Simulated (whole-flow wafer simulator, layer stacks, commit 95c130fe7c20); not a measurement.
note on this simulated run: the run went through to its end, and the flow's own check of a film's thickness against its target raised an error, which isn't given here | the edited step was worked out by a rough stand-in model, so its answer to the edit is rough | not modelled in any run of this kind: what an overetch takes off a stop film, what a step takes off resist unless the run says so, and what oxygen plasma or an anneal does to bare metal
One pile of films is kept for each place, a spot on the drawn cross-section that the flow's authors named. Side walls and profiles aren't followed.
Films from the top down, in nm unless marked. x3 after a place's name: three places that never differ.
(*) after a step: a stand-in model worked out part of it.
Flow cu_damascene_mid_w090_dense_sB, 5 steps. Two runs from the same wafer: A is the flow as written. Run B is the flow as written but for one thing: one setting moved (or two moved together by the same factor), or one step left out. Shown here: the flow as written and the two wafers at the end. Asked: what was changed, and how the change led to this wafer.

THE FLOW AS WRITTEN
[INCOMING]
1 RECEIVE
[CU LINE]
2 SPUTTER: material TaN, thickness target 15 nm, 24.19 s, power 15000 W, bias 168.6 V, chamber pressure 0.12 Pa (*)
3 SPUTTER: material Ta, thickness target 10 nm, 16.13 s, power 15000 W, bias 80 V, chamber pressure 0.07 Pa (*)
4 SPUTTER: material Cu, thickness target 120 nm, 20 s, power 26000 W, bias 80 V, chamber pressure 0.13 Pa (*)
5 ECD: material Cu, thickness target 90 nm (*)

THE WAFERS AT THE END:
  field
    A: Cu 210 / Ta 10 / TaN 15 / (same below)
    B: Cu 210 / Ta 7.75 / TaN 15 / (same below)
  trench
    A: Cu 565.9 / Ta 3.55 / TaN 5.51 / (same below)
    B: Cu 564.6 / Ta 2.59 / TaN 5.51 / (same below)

The cause: step 3, SPUTTER: power 11620 W was run, where the flow has power 15000 W.

How the change led to this, step by step:
  3 SPUTTER: material Ta, thickness target 10 nm, 16.13 s, power 15000 W, bias 80 V, chamber pressure 0.07 Pa (*)
      field: A Ta +10 (new film) | B Ta +7.75 (new film)
      trench: A Ta +3.55 (new film) | B Ta +2.59 (new film)
